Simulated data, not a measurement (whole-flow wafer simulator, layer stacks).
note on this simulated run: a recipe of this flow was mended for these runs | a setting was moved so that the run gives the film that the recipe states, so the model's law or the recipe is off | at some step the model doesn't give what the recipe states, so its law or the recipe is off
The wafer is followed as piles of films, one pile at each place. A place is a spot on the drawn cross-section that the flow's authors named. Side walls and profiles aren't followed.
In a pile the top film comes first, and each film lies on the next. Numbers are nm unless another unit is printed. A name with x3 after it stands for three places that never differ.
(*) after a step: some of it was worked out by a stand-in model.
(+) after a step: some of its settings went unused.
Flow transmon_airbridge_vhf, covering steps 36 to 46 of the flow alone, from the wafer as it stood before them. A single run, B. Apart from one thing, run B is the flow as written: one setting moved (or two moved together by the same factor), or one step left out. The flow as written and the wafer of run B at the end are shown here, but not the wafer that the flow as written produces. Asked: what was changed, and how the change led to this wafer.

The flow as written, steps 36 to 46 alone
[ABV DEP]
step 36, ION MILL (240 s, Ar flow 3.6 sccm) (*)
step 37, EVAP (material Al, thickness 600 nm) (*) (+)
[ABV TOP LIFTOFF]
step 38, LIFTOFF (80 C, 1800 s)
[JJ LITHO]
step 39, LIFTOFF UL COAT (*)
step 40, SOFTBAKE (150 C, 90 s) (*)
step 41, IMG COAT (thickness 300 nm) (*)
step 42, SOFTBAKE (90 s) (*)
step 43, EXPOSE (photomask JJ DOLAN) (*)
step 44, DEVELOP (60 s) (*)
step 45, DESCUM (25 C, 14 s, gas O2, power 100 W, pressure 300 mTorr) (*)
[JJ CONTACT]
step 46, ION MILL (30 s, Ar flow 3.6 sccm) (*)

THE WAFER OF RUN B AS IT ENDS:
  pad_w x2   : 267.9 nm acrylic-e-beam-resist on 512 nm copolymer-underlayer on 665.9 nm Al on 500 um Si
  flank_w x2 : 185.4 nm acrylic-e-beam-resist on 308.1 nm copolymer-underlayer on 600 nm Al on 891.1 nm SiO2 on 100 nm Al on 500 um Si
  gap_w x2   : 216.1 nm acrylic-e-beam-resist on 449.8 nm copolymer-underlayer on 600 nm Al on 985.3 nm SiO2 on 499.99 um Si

The reason: step 36, ION MILL: 147 s was run, while the flow as written has 240 s.

The path from the change to this, step by step:
  step 36, ION MILL (240 s, Ar flow 3.6 sccm) (*)
      field x3, jj_line, ground_far, trace_open_s x2, margin_s, margin_n: i-line-resist loses 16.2 (it would be, as written: i-line-resist loses 26.5)
      flank_w x2, gap_w x2, cpw_trace, bridge_strip: SiO2 loses 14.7 (it would be, as written: SiO2 loses 24)
      (also at 2 further places)
  step 38, LIFTOFF (80 C, 1800 s)
      margin_s, margin_n: Al loses 600 (all of it), i-line-resist loses 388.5 (all of it), lift-off-underlayer loses 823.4 (all of it), acrylic-e-beam-resist loses 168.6 (all of it) (it would be, as written: Al loses 600 (all of it), i-line-resist loses 378.2 (all of it), lift-off-underlayer loses 823.4 (all of it), acrylic-e-beam-resist loses 168.6 (all of it))
